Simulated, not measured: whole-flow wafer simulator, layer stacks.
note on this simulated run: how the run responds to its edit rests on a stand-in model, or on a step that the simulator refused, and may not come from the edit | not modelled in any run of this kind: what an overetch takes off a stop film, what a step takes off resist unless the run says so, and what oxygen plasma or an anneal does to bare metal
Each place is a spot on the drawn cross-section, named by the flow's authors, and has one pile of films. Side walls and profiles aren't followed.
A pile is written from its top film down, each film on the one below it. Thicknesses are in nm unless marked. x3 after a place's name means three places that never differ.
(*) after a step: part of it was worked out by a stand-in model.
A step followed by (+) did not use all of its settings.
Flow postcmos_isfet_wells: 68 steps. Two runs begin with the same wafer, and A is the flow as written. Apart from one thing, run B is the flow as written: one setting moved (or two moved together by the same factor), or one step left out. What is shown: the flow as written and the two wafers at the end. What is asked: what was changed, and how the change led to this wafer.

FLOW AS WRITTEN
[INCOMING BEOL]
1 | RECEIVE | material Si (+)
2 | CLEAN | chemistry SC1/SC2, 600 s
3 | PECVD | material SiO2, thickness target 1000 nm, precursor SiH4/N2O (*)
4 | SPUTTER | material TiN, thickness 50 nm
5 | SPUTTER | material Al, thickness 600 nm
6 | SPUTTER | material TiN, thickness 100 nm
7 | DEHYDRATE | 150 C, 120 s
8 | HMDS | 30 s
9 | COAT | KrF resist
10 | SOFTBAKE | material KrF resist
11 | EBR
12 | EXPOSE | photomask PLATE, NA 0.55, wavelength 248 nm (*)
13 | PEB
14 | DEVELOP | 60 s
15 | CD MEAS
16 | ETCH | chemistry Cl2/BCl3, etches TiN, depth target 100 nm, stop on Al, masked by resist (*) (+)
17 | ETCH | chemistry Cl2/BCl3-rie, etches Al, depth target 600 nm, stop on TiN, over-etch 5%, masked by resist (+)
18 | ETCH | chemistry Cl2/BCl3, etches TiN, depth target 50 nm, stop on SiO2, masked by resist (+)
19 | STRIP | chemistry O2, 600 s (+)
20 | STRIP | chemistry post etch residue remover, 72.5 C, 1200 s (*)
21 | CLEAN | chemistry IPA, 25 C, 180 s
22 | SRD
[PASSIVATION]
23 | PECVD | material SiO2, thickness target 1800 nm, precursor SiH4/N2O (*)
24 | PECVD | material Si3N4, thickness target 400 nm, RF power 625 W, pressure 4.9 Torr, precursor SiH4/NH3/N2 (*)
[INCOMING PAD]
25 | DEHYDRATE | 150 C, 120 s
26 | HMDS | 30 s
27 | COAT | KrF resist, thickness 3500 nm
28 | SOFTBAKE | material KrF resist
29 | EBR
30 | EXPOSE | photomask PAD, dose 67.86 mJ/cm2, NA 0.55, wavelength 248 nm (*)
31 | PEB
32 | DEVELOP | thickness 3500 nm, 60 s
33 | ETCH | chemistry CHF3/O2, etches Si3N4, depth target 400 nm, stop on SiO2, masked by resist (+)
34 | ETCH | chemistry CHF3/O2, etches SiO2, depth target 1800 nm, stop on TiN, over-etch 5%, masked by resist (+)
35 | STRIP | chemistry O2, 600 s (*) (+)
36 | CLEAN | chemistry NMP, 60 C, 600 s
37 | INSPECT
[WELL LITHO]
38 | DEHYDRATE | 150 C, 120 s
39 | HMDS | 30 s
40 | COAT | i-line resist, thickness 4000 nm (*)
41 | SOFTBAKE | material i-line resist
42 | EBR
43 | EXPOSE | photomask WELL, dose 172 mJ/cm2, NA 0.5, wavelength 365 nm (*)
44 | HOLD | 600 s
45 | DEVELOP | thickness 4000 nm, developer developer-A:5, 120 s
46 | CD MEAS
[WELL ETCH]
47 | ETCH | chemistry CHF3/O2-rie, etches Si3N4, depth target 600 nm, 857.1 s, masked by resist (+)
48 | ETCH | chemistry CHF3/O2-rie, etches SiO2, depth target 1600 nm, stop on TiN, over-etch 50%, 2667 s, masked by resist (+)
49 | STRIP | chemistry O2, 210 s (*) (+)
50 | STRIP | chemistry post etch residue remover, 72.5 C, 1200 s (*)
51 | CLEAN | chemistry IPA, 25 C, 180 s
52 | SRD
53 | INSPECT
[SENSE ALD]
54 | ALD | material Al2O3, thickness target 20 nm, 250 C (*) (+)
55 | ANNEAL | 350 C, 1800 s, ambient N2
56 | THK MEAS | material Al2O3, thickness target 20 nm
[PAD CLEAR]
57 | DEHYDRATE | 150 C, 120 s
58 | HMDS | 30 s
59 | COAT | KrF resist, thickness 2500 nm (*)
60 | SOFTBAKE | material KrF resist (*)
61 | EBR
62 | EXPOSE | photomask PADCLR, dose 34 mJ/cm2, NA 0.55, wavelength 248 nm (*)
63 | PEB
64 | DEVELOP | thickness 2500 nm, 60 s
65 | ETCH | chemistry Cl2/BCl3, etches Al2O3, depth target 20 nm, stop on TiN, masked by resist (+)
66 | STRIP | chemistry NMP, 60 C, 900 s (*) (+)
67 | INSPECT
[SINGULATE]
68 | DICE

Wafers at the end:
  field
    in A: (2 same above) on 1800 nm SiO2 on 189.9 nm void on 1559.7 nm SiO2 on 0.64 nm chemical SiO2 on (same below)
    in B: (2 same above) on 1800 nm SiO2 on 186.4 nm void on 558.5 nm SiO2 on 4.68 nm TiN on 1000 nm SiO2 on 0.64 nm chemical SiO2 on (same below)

The reason: step 18, ETCH: depth target 44.9 nm was run, while the flow as written has depth target 50 nm.

The path from the change to this, step by step:
  18 | ETCH | chemistry Cl2/BCl3, etches TiN, depth target 50 nm, stop on SiO2, masked by resist (+)
      field: A -50 TiN (all of it) | B -44.9 TiN
      margin, well900, well1300 x3, pad_rim, pad_clr, pad_open: A -20 KrF resist | B -18 KrF resist
  23 | PECVD | material SiO2, thickness target 1800 nm, precursor SiH4/N2O (*)
      field: A +1800 SiO2 (new film), +189.9 void (new film), +559.7 SiO2 | B +1800 SiO2 (new film), +186.4 void (new film), +558.5 SiO2 (new film)
With metal films that touch counted as one body, field has 1 body; the flow as written gives 0 bodies.
